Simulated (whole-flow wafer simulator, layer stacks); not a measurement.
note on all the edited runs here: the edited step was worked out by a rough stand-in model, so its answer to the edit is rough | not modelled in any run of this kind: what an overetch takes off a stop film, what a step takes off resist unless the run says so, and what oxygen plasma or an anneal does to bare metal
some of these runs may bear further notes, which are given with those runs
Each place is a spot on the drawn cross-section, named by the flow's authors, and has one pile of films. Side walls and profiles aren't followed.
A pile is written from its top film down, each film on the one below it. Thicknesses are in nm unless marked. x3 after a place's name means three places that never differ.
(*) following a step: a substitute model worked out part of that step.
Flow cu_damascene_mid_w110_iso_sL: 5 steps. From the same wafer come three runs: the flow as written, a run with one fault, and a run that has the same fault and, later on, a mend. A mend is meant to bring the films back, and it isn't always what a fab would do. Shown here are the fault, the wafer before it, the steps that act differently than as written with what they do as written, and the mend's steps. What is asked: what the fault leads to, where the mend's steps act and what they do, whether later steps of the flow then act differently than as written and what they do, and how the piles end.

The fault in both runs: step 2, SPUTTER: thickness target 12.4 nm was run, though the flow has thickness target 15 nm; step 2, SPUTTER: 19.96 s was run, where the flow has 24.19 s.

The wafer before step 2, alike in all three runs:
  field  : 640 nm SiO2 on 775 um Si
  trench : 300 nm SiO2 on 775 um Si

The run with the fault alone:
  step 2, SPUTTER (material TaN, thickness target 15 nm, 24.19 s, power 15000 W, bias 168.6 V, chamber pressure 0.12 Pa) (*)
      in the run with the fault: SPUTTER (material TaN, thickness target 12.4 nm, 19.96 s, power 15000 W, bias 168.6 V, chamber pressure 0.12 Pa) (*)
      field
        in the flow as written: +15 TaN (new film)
        in the run with the fault: +12.4 TaN (new film)
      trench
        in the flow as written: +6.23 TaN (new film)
        in the run with the fault: +5.15 TaN (new film)
  Later steps of the flow that are run all act as written at every place that is followed, up to a difference of at most 2% or 0.5 nm, whichever is larger.
  By the end, the piles at field, trench depart from the flow's by more than 2% or 0.5 nm, whichever is larger.
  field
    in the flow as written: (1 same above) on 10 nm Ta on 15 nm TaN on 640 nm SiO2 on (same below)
    in the run with the fault: (1 same above) on 10 nm Ta on 12.4 nm TaN on 640 nm SiO2 on (same below)
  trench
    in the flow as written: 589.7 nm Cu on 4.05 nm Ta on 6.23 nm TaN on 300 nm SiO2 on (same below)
    in the run with the fault: 588.2 nm Cu on 4.08 nm Ta on 5.15 nm TaN on 300 nm SiO2 on (same below)

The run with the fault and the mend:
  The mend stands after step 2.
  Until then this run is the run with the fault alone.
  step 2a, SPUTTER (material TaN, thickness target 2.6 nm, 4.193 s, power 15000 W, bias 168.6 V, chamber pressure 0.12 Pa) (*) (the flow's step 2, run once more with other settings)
      field
        +2.6 TaN
      trench
        +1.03 TaN
  Later steps of the flow that are run all act as written at every place that is followed.
  The piles end only slightly different from the flow's at the places that both follow, by no more than 2% or 0.5 nm, whichever is larger.
